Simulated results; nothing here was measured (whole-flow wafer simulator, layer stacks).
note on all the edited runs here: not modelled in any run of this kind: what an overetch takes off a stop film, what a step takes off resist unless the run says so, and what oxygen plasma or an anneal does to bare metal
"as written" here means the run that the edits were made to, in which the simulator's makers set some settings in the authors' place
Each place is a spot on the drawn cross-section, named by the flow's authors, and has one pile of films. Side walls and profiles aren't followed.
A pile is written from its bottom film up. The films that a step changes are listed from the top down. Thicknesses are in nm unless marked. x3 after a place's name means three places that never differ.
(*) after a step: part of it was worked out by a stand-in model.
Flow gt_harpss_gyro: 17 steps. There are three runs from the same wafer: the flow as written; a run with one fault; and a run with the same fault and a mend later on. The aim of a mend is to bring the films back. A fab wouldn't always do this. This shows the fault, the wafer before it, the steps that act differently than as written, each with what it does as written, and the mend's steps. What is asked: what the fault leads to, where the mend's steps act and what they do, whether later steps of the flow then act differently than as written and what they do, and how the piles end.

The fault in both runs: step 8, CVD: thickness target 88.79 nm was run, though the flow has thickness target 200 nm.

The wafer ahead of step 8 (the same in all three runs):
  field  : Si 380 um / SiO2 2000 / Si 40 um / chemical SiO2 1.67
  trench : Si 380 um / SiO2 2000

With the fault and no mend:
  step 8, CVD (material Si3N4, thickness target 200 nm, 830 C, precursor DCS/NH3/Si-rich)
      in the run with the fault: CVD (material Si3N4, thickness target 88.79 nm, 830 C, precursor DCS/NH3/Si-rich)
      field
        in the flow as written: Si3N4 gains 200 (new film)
        in the run with the fault: Si3N4 gains 88.8 (new film)
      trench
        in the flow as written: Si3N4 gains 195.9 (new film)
        in the run with the fault: Si3N4 gains 87.2 (new film)
  Steps further on in the flow that do not act as written:
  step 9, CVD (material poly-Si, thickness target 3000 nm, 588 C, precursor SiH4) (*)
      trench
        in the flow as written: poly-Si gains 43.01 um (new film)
        in the run with the fault: poly-Si gains 43 um (new film)
  By the end, the piles at field, trench depart from the flow's by more than 2% or 0.5 nm, whichever is larger.
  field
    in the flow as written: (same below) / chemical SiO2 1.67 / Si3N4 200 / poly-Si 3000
    in the run with the fault: (same below) / chemical SiO2 1.67 / Si3N4 88.8 / poly-Si 3000
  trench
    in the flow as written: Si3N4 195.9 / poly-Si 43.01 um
    in the run with the fault: Si3N4 87.2 / poly-Si 43 um

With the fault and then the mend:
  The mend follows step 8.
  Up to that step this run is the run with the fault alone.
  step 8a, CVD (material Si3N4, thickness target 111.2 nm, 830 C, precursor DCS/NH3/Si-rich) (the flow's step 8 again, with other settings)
      field
        Si3N4 gains 111.2
      trench
        Si3N4 gains 108.7
  None of the later steps of the flow acts differently than as written at any place that is followed.
  The piles end only slightly different from the flow's at the places that both follow, by no more than 2% or 0.5 nm, whichever is larger.
